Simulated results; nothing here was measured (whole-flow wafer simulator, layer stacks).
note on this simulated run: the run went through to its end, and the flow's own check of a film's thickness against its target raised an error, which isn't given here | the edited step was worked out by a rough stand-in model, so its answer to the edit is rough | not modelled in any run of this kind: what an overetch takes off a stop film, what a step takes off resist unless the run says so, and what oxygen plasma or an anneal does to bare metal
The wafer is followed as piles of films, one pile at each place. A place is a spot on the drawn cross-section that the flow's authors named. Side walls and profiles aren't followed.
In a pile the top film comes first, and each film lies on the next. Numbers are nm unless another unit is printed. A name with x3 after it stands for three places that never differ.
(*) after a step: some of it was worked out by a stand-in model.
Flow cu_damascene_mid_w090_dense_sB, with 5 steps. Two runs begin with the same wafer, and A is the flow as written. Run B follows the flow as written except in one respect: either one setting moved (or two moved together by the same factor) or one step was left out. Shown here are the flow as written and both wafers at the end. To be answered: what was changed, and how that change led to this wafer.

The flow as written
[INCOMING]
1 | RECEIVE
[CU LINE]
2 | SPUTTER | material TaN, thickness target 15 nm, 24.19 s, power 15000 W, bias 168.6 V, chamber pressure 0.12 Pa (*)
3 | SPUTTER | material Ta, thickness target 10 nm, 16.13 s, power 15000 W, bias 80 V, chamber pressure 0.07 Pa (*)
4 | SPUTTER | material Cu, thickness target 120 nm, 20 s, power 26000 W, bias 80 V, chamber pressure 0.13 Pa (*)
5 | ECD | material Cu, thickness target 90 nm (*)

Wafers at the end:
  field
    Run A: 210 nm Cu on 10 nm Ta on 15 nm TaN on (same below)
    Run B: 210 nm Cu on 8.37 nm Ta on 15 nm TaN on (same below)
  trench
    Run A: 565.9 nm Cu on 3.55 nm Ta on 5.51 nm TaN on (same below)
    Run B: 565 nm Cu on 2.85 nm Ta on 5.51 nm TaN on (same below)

Cause: step 3, SPUTTER: power 12560 W was run, whereas the flow has power 15000 W.

How this came from the change, step by step:
  3 | SPUTTER | material Ta, thickness target 10 nm, 16.13 s, power 15000 W, bias 80 V, chamber pressure 0.07 Pa (*)
      field: A Ta gains 10 (new film) | B Ta gains 8.37 (new film)
      trench: A Ta gains 3.55 (new film) | B Ta gains 2.85 (new film)
